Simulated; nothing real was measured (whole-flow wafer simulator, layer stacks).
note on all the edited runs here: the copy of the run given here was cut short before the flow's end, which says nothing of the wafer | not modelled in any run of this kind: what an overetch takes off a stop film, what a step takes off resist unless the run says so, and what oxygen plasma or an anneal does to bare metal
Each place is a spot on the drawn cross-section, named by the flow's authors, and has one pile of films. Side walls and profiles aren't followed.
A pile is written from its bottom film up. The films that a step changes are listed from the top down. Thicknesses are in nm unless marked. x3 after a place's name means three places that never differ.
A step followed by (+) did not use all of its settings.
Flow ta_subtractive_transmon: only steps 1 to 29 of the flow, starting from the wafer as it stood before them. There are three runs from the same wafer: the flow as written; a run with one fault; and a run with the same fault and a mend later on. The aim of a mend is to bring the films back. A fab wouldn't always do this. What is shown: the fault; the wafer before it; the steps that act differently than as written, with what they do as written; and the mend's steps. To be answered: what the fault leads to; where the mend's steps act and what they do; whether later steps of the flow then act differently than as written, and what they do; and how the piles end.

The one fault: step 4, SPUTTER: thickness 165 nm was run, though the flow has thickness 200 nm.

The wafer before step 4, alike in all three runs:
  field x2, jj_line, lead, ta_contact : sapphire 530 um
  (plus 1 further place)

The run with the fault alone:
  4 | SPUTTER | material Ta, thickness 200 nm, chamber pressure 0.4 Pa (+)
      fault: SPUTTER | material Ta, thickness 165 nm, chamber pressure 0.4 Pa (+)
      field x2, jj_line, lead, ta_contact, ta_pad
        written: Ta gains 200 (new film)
        fault: Ta gains 165 (new film)
  Steps further on in the flow that do not act as written (not shown: 3 more steps that differ only slightly, by at most 2% or 0.5 nm, whichever is larger):
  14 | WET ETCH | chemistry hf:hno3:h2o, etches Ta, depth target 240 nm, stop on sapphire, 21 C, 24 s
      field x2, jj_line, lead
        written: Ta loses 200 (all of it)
        fault: Ta loses 165 (all of it)
  At ta_contact, ta_pad, the piles at the end differ from the flow's by more than 2% or 0.5 nm, whichever is larger.
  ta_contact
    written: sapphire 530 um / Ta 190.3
    fault: sapphire 530 um / Ta 155.3
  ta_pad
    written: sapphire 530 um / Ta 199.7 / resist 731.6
    fault: sapphire 530 um / Ta 164.7 / resist 736.9

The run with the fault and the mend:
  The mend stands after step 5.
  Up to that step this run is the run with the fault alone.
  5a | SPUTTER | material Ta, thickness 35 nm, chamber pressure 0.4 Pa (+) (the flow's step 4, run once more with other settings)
      field x2, jj_line, lead, ta_contact, ta_pad
        Ta gains 35
  Later steps of the flow that are run all act as written at every place that is followed.
  At every place that both follow, the piles at the end match the flow's.
